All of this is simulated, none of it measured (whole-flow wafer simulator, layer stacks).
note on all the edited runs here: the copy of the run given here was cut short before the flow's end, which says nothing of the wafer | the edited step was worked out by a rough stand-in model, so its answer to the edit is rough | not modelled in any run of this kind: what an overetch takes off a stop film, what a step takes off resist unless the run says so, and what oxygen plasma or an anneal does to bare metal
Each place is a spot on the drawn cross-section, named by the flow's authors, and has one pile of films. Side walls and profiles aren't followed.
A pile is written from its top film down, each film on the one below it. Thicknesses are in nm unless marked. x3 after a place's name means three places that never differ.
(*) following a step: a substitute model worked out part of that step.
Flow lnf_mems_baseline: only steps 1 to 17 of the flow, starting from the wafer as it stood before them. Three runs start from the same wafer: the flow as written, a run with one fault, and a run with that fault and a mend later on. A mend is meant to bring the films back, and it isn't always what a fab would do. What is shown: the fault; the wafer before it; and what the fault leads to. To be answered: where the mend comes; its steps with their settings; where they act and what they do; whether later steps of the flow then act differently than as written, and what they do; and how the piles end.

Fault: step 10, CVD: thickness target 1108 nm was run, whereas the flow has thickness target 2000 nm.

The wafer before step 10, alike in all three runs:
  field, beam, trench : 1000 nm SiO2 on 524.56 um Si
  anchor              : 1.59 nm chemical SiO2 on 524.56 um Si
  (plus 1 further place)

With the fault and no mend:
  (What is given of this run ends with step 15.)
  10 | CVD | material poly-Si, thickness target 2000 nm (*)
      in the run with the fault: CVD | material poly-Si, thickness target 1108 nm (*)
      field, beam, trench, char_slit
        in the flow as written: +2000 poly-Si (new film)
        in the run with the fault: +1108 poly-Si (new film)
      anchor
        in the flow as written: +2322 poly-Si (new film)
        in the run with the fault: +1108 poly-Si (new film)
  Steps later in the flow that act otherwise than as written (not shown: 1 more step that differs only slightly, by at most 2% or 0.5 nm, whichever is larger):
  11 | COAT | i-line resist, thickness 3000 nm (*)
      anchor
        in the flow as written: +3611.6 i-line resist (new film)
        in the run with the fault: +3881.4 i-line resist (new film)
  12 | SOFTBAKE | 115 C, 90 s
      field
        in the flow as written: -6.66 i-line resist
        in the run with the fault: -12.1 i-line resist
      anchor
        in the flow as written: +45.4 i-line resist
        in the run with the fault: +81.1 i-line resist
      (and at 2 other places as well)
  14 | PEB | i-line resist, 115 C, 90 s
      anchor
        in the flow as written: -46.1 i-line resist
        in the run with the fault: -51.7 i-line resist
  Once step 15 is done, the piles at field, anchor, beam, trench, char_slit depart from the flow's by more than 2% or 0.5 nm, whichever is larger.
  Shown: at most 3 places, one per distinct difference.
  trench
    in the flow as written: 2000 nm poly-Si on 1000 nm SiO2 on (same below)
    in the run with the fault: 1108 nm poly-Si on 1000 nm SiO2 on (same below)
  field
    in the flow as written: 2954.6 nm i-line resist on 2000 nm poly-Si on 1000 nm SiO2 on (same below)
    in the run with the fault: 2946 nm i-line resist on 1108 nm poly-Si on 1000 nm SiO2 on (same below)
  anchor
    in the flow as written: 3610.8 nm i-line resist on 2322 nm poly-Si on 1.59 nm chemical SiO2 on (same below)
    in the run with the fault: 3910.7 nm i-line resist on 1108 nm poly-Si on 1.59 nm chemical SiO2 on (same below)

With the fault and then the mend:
  After step 10 comes the mend.
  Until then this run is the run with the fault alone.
  10a | ETCH | chemistry tmah, depth target 1428 nm
      field, anchor, beam, trench, char_slit
        -1108 poly-Si (all of it)
  10b | CLEAN | chemistry SC1/SC2 (the flow's step 1, run once more)
      does not change any film at any place that is followed
  10c | CVD | material poly-Si, thickness target 2000 nm (*) (the flow's step 10, run once more)
      field, beam, trench, char_slit
        +2000 poly-Si (new film)
      anchor
        +2322 poly-Si (new film)
  Later steps of the flow that are run all act as written at every place that is followed.
  At every place that both follow, the piles at the end match the flow's.
